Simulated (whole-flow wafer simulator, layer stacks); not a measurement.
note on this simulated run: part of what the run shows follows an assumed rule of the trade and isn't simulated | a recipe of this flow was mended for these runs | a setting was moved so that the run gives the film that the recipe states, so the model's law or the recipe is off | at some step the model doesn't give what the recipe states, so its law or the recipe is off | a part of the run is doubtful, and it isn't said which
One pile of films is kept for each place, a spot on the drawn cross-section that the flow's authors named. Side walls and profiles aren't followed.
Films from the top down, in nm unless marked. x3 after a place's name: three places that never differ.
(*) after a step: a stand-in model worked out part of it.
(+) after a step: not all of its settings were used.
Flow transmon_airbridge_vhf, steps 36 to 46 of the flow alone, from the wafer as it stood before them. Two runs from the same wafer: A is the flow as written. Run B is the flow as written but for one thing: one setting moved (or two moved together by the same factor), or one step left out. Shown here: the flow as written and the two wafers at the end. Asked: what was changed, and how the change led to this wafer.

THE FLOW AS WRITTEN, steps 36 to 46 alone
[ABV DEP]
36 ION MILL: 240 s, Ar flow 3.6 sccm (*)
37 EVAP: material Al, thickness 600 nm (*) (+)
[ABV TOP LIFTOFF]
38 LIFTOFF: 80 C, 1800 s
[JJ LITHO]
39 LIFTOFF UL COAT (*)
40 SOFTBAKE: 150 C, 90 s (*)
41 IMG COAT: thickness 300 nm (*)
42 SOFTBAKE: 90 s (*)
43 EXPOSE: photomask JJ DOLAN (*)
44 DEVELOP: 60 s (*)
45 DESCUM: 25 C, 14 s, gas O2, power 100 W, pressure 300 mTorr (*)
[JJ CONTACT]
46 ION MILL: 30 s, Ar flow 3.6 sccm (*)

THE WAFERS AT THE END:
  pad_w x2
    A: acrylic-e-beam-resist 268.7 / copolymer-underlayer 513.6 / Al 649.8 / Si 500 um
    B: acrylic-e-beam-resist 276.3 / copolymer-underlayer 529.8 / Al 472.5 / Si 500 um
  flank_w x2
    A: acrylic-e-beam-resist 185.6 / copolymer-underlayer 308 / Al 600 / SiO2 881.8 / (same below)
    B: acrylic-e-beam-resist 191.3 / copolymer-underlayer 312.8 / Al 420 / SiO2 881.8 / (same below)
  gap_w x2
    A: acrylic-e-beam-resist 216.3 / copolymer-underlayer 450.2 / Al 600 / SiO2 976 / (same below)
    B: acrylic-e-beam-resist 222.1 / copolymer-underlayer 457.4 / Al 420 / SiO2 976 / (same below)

The cause: step 37, EVAP: thickness 420 nm was run, where the flow has thickness 600 nm.
It can be read off the wafer: flank_w x2 has Al 420, and step 37 as written asks for 600 nm.

How the change led to this, step by step:
  37 EVAP: material Al, thickness 600 nm (*) (+)
      field x3, jj_line, ground_far and 10 more: A Al +600 (new film) | B Al +420 (new film)
      pad_w x2: A Al +591.1 | B Al +413.8
  38 LIFTOFF: 80 C, 1800 s
      field x3, jj_line, trace_open_s x2: A Al -600 (all of it), i-line-resist -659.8 (all of it), lift-off-underlayer -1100 (all of it), acrylic-e-beam-resist -240 (all of it) | B Al -420 (all of it), i-line-resist -659.8 (all of it), lift-off-underlayer -1100 (all of it), acrylic-e-beam-resist -240 (all of it)
      margin_s, margin_n: A Al -600 (all of it), i-line-resist -378.2 (all of it), lift-off-underlayer -823.4 (all of it), acrylic-e-beam-resist -168.6 (all of it) | B Al -420 (all of it), i-line-resist -378.2 (all of it), lift-off-underlayer -823.4 (all of it), acrylic-e-beam-resist -168.6 (all of it)
      (and at 1 more place)
  39 LIFTOFF UL COAT (*)
      pad_w x2: A copolymer-underlayer +513.6 (new film) | B copolymer-underlayer +529.8 (new film)
      margin_s, margin_n: A copolymer-underlayer +446.3 (new film) | B copolymer-underlayer +430.7 (new film)
      (and at 1 more place)
  41 IMG COAT: thickness 300 nm (*)
      pad_w x2: A acrylic-e-beam-resist +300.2 (new film) | B acrylic-e-beam-resist +307.8 (new film)
      flank_w x2: A acrylic-e-beam-resist +217.1 (new film) | B acrylic-e-beam-resist +222.8 (new film)
      (and at 4 more places)
